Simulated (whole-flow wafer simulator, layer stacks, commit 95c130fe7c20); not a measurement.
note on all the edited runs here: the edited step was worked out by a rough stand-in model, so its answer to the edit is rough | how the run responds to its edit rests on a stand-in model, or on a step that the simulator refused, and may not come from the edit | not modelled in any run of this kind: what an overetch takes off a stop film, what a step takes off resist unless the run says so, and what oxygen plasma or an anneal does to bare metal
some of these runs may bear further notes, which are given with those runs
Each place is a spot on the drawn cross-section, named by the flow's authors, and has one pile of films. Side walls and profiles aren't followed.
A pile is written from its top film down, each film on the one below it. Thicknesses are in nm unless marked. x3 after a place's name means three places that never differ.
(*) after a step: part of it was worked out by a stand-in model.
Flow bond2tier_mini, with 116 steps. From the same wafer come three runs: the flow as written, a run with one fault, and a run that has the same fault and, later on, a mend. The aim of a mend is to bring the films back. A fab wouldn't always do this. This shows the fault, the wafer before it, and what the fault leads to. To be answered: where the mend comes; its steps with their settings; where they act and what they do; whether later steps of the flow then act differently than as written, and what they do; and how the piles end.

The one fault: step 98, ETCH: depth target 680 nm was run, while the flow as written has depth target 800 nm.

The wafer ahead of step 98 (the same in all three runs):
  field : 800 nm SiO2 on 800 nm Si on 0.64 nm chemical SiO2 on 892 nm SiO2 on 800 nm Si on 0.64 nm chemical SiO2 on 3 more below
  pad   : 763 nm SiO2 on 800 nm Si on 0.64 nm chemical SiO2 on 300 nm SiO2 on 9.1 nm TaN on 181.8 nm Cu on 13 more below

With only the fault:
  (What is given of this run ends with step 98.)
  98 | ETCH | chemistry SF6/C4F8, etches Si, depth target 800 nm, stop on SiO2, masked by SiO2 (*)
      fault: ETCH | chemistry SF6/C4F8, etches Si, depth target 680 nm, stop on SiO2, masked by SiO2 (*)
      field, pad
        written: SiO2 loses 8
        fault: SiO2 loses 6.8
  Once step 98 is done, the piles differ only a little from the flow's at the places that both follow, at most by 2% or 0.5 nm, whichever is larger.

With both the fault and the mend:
  The mend follows step 98.
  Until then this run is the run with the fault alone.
  98a | ETCH | chemistry SF6/C4F8, etches Si, depth target 120 nm, stop on SiO2, masked by SiO2 (*) (the flow's step 98, run once more with other settings)
      field, pad
        SiO2 loses 1.2
  Every later step of the flow that is run acts as written at every place that is followed.
  By the end, the piles equal the flow's at every place that both follow.
